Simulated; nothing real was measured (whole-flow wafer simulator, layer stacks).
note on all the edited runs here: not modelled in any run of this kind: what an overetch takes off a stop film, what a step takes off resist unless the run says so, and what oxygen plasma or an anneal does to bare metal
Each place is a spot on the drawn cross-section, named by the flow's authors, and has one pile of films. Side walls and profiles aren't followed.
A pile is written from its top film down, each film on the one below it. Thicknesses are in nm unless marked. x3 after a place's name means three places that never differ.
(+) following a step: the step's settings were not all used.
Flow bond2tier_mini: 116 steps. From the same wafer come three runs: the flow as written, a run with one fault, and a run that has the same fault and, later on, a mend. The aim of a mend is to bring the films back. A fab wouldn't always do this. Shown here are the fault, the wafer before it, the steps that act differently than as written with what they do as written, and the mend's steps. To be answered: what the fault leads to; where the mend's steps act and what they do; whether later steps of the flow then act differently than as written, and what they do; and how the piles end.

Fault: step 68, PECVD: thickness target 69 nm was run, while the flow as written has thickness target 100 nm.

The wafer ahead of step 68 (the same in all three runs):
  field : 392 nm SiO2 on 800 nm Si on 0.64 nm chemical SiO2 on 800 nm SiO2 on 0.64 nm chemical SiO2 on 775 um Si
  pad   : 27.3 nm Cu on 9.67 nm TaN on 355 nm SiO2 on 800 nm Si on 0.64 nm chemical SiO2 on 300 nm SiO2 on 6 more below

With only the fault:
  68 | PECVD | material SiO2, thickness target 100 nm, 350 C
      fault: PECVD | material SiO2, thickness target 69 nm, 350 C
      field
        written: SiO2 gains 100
        fault: SiO2 gains 69
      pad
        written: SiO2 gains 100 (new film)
        fault: SiO2 gains 69 (new film)
  Steps further on in the flow that do not act as written (not shown: 1 more step that differs only slightly, by at most 2% or 0.5 nm, whichever is larger):
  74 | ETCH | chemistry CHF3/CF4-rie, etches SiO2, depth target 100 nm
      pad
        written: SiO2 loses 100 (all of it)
        fault: SiO2 loses 69 (all of it), Cu loses 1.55
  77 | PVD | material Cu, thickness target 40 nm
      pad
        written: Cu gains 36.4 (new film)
        fault: Cu gains 37.4 (new film)
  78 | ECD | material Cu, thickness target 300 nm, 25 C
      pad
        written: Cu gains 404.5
        fault: Cu gains 373.7
  At field, pad, the piles at the end differ from the flow's by more than 2% or 0.5 nm, whichever is larger.
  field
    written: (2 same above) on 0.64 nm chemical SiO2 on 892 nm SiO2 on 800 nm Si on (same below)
    fault: (2 same above) on 0.64 nm chemical SiO2 on 861 nm SiO2 on 800 nm Si on (same below)
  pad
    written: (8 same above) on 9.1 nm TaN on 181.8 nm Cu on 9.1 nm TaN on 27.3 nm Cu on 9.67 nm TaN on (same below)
    fault: (8 same above) on 9.1 nm TaN on 152 nm Cu on 9.41 nm TaN on 25.8 nm Cu on 9.67 nm TaN on (same below)

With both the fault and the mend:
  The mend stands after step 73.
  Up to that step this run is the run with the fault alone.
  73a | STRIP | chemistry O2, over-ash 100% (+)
      field
        KrF resist loses 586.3 (all of it)
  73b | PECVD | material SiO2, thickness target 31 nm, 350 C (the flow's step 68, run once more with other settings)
      field, pad
        SiO2 gains 31
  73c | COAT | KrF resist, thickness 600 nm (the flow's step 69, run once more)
      field, pad
        KrF resist gains 600 (new film)
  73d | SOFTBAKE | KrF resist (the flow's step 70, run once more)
      leaves every film unchanged at each place that is followed
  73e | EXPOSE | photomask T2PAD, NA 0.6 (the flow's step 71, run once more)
      leaves every film unchanged at each place that is followed
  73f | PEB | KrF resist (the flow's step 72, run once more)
      leaves every film unchanged at each place that is followed
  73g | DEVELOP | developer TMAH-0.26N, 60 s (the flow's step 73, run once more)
      field
        KrF resist loses 13.7
      pad
        KrF resist loses 600 (all of it)
  None of the later steps of the flow acts differently than as written at any place that is followed.
  The piles end the same as the flow's at every place that both follow.
